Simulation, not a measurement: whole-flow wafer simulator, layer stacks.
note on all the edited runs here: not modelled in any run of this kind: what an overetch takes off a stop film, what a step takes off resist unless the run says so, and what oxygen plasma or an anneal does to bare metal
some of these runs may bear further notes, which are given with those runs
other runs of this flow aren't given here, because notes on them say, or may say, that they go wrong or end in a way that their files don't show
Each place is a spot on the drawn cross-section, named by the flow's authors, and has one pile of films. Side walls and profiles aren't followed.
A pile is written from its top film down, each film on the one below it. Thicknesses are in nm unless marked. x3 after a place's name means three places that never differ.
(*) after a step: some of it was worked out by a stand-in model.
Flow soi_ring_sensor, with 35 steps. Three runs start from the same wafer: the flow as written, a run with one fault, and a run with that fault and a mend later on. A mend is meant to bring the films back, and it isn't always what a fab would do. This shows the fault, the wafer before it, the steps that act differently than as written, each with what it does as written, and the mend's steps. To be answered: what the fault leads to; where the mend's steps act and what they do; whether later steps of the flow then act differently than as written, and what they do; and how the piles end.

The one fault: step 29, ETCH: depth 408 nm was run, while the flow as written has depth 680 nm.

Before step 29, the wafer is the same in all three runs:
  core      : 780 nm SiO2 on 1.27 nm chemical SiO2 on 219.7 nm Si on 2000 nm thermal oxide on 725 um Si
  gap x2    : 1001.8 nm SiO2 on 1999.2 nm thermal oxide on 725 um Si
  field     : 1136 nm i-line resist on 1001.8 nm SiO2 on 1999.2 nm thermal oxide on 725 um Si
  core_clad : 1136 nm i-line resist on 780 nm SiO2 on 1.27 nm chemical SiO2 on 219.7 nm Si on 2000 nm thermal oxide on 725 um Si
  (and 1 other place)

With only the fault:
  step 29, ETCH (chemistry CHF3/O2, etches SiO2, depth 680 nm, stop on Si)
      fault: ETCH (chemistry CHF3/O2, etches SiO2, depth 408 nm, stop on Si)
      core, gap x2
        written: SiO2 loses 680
        fault: SiO2 loses 408
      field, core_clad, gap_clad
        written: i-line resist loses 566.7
        fault: i-line resist loses 340
  Steps later in the flow that act otherwise than as written:
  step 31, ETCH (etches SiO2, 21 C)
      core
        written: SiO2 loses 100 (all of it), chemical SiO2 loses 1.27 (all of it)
        fault: SiO2 loses 372 (all of it), chemical SiO2 loses 1.27 (all of it)
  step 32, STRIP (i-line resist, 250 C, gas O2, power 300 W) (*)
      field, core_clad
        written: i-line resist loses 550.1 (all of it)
        fault: i-line resist loses 776.7 (all of it)
  At the end the piles are close to the flow's at the places that both follow, differing by at most 2% or 0.5 nm, whichever is larger.

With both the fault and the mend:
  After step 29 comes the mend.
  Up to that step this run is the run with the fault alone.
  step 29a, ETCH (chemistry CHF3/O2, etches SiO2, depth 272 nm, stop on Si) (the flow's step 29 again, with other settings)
      core, gap x2
        SiO2 loses 272
      field, core_clad, gap_clad
        i-line resist loses 226.7
  Later steps of the flow that are run all act as written at every place that is followed.
  By the end, the piles equal the flow's at every place that both follow.
